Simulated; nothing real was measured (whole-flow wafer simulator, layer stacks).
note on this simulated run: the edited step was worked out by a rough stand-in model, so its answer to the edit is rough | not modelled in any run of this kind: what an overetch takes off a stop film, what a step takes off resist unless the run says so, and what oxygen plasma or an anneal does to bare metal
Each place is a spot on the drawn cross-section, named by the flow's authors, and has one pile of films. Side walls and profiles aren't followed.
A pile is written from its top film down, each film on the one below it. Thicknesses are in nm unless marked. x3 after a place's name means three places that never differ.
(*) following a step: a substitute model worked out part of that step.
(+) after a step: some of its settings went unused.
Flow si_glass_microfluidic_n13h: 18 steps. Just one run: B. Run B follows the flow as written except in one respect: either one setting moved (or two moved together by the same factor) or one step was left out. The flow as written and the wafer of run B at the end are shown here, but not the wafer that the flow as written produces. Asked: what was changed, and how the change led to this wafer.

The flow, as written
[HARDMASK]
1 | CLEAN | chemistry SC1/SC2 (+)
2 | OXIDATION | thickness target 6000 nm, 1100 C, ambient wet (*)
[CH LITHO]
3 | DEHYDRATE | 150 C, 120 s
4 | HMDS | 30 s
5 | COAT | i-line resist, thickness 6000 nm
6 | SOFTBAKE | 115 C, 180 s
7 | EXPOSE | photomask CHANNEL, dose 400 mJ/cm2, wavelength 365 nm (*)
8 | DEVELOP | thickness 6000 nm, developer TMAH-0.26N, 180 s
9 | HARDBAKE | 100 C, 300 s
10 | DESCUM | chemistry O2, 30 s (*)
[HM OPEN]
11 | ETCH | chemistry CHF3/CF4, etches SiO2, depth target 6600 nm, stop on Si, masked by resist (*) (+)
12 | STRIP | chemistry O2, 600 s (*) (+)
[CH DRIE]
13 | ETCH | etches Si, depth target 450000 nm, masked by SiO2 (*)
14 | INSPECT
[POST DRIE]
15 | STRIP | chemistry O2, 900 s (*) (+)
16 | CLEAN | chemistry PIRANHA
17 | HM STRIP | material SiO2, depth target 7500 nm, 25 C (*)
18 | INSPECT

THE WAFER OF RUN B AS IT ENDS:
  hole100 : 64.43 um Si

What caused this: step 13, ETCH: depth target 472500 nm was run, though the flow has depth target 450000 nm.

The path from the change to this, step by step:
  13 | ETCH | etches Si, depth target 450000 nm, masked by SiO2 (*)
      land: SiO2 loses 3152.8 (it would be, as written: SiO2 loses 3004.3)
      hole100: chemical SiO2 loses 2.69 (all of it), Si loses 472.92 um (it would be, as written: chemical SiO2 loses 2.69 (all of it), Si loses 450.64 um)
  17 | HM STRIP | material SiO2, depth target 7500 nm, 25 C (*)
      land: SiO2 loses 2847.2 (all of it) (it would be, as written: SiO2 loses 2995.7 (all of it))
